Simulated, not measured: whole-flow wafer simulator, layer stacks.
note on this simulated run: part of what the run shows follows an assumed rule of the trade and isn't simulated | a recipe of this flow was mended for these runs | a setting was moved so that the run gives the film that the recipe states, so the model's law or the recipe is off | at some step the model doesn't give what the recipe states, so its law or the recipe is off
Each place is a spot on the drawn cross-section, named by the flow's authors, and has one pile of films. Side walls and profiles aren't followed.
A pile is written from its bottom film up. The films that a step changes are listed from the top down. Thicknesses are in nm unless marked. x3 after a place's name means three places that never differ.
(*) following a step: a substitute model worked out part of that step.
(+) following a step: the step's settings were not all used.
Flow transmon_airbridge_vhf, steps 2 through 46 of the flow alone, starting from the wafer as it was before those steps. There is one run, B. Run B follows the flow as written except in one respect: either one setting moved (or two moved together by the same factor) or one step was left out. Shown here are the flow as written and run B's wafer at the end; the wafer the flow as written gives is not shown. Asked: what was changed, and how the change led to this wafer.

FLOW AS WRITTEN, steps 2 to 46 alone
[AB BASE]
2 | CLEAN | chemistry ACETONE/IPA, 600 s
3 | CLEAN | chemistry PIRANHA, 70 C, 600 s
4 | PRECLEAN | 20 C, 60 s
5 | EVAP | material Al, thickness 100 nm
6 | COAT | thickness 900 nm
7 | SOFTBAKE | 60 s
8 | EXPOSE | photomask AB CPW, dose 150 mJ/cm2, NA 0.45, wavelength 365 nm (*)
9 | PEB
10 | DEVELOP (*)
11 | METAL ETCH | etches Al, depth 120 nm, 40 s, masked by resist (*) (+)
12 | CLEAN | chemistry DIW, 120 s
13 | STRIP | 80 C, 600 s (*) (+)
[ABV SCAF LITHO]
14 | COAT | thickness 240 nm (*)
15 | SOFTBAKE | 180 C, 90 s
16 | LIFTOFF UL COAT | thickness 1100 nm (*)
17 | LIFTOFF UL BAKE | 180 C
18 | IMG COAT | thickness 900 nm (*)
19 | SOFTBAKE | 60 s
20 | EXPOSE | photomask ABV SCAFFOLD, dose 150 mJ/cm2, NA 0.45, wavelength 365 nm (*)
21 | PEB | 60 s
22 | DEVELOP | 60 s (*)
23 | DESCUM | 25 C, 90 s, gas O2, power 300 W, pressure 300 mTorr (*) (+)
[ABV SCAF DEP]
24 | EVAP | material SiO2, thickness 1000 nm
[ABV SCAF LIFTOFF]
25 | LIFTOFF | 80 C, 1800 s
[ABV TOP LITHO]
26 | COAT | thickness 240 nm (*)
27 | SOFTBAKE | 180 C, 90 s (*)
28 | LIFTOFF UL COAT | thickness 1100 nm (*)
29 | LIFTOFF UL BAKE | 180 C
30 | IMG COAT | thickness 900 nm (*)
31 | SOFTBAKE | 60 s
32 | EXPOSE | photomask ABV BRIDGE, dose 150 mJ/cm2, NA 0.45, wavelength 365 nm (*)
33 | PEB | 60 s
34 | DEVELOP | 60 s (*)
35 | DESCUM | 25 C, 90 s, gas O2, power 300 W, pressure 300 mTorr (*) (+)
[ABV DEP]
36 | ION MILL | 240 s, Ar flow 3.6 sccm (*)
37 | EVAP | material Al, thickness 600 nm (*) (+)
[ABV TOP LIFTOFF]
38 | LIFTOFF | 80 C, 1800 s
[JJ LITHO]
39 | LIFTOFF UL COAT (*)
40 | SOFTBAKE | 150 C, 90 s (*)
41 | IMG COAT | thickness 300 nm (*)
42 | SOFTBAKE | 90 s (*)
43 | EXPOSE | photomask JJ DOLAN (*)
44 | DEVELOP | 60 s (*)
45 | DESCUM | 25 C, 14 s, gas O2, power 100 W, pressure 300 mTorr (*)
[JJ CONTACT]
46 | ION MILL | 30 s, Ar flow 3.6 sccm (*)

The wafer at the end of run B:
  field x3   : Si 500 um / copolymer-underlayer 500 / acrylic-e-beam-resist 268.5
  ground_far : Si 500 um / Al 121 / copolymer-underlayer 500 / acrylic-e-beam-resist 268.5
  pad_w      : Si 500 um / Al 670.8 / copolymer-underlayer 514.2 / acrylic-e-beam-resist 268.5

The reason: step 5, EVAP: thickness 121 nm was run, whereas the flow has thickness 100 nm.
The wafer itself shows it: ground_far has Al 121, and step 5 as written asks for 100 nm.

The path from the change to this, step by step:
  5 | EVAP | material Al, thickness 100 nm
      field x3, jj_line, ground_far and 12 more: +121 Al (new film) (in the flow as written it would be: +100 Al (new film))
  11 | METAL ETCH | etches Al, depth 120 nm, 40 s, masked by resist (*) (+)
      field x3, jj_line, gap_w, gap_e: -107.7 Al (all of it), -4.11 Si (in the flow as written it would be: -86.7 Al (all of it), -11.1 Si)
